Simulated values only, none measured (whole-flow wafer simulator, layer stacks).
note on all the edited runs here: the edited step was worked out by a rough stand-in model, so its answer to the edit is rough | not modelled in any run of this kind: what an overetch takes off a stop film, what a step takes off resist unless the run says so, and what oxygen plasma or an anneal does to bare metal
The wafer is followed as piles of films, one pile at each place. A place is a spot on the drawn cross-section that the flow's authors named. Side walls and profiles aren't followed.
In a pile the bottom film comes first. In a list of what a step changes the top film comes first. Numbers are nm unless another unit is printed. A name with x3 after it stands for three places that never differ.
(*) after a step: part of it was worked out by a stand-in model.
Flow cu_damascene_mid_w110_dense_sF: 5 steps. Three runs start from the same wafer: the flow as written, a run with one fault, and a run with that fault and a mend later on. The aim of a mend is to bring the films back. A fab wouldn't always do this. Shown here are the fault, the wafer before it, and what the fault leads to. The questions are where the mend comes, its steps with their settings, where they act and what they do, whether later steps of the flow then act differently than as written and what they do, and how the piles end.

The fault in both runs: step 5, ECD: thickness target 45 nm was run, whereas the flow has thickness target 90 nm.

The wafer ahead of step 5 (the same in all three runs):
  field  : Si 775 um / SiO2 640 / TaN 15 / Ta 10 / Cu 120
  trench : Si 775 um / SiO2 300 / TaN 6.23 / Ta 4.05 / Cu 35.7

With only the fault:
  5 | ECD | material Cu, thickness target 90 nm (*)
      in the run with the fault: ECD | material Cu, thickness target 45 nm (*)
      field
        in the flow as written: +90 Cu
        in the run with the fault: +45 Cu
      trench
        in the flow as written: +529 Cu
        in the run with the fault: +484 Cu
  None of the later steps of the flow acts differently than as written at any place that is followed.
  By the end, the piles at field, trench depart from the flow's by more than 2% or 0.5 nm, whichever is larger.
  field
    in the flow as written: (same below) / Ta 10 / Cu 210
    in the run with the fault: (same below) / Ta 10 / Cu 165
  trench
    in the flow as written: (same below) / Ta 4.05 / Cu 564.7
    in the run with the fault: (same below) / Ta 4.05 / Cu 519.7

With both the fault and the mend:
  The mend follows step 5.
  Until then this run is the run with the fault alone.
  5a | ECD | material Cu, thickness target 45 nm (the flow's step 5, run once more with other settings)
      field, trench
        +45 Cu
  None of the later steps of the flow acts differently than as written at any place that is followed.
  The piles end the same as the flow's at every place that both follow.
